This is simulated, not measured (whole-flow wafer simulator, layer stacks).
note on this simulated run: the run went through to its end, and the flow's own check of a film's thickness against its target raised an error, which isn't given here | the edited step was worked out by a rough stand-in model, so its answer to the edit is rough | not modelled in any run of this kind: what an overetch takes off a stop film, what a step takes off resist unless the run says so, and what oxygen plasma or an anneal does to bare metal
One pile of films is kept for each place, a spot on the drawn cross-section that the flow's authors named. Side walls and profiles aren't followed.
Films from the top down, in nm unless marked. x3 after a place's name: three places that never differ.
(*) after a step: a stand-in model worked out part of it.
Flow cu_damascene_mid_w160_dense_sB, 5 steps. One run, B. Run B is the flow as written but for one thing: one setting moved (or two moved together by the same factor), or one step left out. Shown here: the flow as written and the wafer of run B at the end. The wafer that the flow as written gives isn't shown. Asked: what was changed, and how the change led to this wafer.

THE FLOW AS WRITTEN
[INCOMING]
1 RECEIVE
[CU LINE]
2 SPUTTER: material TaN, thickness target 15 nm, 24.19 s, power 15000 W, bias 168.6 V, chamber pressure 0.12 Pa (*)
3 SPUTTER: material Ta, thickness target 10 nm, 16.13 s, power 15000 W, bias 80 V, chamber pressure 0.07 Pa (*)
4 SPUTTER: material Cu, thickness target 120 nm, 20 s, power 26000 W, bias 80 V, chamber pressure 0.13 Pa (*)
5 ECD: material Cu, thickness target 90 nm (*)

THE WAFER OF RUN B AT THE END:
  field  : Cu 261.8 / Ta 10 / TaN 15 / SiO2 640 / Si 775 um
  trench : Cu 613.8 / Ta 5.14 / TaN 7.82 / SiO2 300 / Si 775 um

The cause: step 5, ECD: thickness target 141.8 nm was run, where the flow has thickness target 90 nm.

How the change led to this, step by step:
  5 ECD: material Cu, thickness target 90 nm (*)
      field: Cu +141.8 (as written it would be: Cu +90)
      trench: Cu +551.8 (as written it would be: Cu +500)
